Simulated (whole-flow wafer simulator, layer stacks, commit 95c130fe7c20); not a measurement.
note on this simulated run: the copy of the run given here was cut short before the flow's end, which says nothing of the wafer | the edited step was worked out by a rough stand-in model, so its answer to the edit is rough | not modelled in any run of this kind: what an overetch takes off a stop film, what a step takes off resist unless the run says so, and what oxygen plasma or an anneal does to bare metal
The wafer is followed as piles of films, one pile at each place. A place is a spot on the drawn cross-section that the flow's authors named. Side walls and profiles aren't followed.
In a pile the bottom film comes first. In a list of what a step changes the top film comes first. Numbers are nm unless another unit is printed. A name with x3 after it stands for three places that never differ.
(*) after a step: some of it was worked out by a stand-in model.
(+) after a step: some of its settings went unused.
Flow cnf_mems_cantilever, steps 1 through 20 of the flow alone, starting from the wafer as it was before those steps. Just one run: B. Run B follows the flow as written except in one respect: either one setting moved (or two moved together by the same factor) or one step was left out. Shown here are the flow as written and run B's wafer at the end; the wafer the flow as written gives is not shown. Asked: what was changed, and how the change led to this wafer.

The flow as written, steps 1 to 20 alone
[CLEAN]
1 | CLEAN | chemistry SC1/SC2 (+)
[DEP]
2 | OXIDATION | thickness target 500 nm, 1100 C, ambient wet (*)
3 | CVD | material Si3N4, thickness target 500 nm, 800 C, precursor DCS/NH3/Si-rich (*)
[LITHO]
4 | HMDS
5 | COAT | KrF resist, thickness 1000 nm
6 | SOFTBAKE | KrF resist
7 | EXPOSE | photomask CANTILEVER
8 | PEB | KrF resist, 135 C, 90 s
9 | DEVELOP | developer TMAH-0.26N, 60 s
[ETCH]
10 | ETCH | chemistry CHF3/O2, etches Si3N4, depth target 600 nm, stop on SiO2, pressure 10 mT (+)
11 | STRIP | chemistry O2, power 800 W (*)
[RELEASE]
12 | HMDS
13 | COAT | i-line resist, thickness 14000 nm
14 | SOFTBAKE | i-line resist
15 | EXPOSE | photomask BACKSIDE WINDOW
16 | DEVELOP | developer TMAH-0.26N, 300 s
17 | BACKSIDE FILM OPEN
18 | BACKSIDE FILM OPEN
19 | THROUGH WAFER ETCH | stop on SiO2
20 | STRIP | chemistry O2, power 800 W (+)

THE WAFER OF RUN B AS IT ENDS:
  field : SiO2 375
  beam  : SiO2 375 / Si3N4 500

What caused this: step 2, OXIDATION: thickness target 375 nm was run, whereas the flow has thickness target 500 nm.
The wafer lets one read it off: field has SiO2 375, and step 2 as written asks for 500 nm.

Step by step, how the change led to this:
  2 | OXIDATION | thickness target 500 nm, 1100 C, ambient wet (*)
      field, beam: +375 SiO2 (new film), -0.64 chemical SiO2 (all of it), -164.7 Si (in the flow as written it would be: +500 SiO2 (new film), -0.64 chemical SiO2 (all of it), -219.7 Si)
  19 | THROUGH WAFER ETCH | stop on SiO2
      field: under 1 film: -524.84 um Si (all of it) (in the flow as written it would be: under 1 film: -524.78 um Si (all of it))
      beam: under 2 films: -524.84 um Si (all of it) (in the flow as written it would be: under 2 films: -524.78 um Si (all of it))
